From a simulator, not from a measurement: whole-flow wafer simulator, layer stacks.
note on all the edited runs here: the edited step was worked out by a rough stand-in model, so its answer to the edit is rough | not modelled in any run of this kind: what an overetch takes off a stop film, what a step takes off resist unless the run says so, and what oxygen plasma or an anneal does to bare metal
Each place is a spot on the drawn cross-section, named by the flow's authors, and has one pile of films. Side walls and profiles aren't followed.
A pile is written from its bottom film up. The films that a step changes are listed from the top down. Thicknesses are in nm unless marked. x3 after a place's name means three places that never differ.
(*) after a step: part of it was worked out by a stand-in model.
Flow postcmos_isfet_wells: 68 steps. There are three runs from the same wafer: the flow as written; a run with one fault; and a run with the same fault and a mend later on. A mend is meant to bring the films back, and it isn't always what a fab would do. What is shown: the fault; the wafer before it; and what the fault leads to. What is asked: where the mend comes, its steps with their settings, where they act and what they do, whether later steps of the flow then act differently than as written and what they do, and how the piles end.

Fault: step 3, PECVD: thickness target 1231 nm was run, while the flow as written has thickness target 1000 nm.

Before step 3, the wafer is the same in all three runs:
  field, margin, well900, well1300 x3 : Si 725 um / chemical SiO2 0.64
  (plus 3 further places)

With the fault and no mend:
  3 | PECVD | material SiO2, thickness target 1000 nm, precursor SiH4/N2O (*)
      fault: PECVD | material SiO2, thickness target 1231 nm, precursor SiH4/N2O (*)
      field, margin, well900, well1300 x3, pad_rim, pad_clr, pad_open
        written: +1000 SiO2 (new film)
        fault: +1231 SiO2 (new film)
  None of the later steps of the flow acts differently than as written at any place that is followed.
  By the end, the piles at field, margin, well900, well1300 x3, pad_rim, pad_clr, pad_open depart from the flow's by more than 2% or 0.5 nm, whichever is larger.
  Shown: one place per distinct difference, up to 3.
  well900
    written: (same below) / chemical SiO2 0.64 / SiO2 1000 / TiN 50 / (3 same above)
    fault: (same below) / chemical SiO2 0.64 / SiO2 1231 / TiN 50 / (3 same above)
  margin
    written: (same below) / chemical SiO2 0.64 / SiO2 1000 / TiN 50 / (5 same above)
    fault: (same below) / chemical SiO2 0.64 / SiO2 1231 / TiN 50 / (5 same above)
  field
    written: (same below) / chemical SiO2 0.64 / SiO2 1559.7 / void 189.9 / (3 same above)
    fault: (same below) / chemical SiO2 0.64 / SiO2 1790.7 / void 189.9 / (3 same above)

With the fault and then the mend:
  The mend stands after step 3.
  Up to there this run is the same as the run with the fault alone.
  3a | ETCH | chemistry boe, depth target 1416 nm
      field, margin, well900, well1300 x3, pad_rim, pad_clr, pad_open
        -1231 SiO2 (all of it), -0.64 chemical SiO2 (all of it)
  3b | PECVD | material SiO2, thickness target 1000 nm, precursor SiH4/N2O (a further turn of the flow's step 3)
      field, margin, well900, well1300 x3, pad_rim, pad_clr, pad_open
        +1000 SiO2 (new film)
  None of the later steps of the flow acts differently than as written at any place that is followed.
  By the end, the piles at field, margin, well900, well1300 x3, pad_rim, pad_clr, pad_open depart from the flow's by more than 2% or 0.5 nm, whichever is larger.
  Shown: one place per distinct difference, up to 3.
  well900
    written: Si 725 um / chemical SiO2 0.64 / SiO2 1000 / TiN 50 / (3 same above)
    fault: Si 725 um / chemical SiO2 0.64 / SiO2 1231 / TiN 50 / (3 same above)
    mend: Si 725 um / SiO2 1000 / TiN 50 / (3 same above)
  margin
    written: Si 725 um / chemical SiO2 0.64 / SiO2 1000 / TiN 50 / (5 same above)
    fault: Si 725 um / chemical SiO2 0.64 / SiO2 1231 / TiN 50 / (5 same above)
    mend: Si 725 um / SiO2 1000 / TiN 50 / (5 same above)
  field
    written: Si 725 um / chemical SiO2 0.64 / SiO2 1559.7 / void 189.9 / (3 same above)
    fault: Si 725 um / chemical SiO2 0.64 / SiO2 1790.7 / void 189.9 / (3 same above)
    mend: Si 725 um / SiO2 1559.7 / void 189.9 / (3 same above)
